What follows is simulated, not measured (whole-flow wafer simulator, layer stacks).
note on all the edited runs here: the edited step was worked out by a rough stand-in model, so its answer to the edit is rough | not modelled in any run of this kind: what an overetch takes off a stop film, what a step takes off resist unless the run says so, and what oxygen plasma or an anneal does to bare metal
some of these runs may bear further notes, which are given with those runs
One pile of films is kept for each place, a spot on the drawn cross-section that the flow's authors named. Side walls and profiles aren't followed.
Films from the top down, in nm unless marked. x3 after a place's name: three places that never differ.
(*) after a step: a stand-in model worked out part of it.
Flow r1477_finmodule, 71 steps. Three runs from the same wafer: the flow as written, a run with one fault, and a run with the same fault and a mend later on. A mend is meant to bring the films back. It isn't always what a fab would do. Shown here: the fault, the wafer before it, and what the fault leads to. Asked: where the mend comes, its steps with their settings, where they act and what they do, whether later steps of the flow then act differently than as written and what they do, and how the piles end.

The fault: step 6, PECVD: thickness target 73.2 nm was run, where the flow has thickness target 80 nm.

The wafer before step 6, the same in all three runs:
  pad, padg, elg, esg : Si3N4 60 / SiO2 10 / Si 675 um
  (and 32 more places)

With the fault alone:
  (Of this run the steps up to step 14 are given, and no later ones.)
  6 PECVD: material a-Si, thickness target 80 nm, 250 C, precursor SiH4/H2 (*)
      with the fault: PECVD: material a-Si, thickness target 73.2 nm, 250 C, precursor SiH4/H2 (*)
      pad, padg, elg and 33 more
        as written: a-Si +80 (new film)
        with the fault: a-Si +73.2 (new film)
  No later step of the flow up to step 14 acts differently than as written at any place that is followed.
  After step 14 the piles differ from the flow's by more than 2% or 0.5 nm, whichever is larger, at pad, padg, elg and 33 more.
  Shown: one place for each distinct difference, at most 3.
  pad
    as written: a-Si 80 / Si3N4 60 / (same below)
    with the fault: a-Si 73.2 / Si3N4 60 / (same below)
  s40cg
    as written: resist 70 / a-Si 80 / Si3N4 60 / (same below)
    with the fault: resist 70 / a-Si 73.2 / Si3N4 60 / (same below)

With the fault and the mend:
  The mend comes after step 7.
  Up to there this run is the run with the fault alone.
  7a PECVD: material a-Si, thickness target 6.8 nm, 250 C, precursor SiH4/H2 (*) (the flow's step 6 once more, with other settings)
      pad, padg, elg and 33 more
        a-Si +6.8
  No later step of the flow acts differently than as written at any place that is followed.
  At the end the piles are the same as the flow's at every place that both follow.
